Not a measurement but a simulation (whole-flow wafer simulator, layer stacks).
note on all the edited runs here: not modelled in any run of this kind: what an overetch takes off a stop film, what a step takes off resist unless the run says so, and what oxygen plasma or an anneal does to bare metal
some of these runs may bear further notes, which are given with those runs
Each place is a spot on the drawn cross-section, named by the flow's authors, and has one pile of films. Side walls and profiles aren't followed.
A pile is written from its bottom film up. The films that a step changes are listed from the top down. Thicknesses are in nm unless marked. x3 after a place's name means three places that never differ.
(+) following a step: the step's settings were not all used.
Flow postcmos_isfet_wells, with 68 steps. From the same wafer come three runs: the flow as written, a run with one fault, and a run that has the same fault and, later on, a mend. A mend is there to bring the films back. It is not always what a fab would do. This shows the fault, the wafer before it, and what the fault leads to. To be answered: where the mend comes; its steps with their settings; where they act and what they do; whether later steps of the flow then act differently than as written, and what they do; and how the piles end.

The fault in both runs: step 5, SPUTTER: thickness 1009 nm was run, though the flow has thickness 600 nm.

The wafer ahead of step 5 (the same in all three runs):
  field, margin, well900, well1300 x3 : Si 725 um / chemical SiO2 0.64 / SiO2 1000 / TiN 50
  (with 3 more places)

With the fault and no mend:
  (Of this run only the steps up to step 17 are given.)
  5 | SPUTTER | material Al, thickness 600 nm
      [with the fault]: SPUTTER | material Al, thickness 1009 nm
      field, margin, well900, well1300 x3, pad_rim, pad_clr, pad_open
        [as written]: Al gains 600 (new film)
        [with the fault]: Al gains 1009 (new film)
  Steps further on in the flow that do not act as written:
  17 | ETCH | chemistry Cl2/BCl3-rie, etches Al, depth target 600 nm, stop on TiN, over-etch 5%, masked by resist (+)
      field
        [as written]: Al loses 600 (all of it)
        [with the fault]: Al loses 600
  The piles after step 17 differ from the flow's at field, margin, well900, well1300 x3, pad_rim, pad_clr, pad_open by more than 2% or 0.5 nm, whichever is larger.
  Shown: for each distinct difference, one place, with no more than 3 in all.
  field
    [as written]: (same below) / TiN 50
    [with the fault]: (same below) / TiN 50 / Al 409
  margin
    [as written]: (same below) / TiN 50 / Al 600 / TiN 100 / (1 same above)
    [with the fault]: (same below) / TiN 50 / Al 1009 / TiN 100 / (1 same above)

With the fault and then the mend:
  After step 5 comes the mend.
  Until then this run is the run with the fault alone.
  5a | ETCH | chemistry al pan, depth target 1160 nm
      field, margin, well900, well1300 x3, pad_rim, pad_clr, pad_open
        Al loses 1009 (all of it)
  5b | SPUTTER | material Al, thickness 600 nm (the flow's step 5 again)
      field, margin, well900, well1300 x3, pad_rim, pad_clr, pad_open
        Al gains 600 (new film)
  Every later step of the flow that is run acts as written at every place that is followed.
  By the end, the piles equal the flow's at every place that both follow.
